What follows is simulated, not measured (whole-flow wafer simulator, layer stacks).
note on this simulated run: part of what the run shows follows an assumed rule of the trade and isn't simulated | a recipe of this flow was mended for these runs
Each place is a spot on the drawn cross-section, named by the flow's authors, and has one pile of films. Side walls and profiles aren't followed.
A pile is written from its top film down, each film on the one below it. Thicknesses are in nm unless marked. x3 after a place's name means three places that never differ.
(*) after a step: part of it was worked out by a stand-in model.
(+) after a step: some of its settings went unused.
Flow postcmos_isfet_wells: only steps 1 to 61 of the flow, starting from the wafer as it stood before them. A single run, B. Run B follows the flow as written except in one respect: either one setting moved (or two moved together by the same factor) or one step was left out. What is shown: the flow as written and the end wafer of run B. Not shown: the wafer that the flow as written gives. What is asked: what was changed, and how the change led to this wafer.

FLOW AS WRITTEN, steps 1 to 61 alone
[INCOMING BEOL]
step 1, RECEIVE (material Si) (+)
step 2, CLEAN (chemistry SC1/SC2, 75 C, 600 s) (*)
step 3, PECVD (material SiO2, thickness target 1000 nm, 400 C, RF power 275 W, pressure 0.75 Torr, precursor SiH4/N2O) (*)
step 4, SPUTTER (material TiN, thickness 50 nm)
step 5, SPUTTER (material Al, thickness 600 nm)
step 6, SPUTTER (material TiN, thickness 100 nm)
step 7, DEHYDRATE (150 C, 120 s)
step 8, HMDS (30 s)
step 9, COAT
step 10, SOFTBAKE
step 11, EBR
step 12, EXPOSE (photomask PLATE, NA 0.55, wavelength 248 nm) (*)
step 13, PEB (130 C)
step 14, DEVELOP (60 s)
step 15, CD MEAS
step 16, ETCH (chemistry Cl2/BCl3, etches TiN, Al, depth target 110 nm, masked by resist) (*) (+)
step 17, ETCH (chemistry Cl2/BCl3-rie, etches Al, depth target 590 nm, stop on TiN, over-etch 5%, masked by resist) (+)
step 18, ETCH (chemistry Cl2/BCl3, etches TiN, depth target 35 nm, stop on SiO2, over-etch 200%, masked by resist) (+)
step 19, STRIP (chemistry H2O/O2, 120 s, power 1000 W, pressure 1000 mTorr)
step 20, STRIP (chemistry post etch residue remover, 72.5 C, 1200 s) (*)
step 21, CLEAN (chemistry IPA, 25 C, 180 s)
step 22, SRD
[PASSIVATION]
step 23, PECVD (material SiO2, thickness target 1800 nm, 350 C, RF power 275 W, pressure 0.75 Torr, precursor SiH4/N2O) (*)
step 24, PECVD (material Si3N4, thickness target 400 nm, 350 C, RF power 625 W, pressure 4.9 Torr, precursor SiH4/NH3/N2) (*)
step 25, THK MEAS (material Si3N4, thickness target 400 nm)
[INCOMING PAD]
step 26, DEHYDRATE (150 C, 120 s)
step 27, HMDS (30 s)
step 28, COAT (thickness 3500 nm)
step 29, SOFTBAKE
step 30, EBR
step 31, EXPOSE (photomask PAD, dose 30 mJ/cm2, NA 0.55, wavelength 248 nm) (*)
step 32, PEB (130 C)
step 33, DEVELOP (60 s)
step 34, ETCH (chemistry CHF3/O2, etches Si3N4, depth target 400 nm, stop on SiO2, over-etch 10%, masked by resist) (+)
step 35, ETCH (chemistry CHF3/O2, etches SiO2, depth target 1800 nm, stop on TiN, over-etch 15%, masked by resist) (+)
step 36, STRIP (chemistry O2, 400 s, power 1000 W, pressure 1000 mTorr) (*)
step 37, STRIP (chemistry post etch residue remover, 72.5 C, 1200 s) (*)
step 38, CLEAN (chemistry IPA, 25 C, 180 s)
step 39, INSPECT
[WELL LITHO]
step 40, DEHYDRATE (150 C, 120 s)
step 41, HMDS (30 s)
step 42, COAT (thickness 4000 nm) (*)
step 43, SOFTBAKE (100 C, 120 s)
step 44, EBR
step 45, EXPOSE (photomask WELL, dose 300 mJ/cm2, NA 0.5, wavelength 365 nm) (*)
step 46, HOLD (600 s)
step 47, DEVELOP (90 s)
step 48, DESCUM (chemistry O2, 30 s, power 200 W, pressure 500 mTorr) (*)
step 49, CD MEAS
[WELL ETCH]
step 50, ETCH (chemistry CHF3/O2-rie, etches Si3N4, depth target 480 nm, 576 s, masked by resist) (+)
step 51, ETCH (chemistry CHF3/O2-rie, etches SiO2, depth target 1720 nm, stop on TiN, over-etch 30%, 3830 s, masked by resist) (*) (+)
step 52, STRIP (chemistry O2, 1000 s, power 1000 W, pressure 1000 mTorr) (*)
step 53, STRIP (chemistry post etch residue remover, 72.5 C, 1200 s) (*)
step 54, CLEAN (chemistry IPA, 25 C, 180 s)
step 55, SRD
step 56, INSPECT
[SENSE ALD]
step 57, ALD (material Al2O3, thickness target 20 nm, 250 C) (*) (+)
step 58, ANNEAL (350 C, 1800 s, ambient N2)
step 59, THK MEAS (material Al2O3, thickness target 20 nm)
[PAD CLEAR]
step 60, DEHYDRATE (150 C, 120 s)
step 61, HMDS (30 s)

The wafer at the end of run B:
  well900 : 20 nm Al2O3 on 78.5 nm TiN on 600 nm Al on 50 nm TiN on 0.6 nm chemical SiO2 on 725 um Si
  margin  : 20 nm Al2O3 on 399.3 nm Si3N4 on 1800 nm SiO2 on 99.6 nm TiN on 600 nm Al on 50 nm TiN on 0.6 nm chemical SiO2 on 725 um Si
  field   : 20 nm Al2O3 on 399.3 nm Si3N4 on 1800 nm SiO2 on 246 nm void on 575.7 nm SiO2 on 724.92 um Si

The reason: step 3, PECVD: material SiO2, thickness target 1000 nm, 400 C, RF power 275 W, pressure 0.75 Torr, precursor SiH4/N2O (*), was omitted.

Step by step, how the change led to this:
  step 18, ETCH (chemistry Cl2/BCl3, etches TiN, depth target 35 nm, stop on SiO2, over-etch 200%, masked by resist) (+)
      field: -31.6 TiN (all of it), -0.6 chemical SiO2 (all of it), -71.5 Si (as written it would have been: -31.6 TiN (all of it), -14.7 SiO2)
  step 23, PECVD (material SiO2, thickness target 1800 nm, 350 C, RF power 275 W, pressure 0.75 Torr, precursor SiH4/N2O) (*)
      field: +1800 SiO2 (new film), +246 void (new film), +575.7 SiO2 (new film) (as written it would have been: +1800 SiO2 (new film), +201.1 void (new film), +563.2 SiO2)
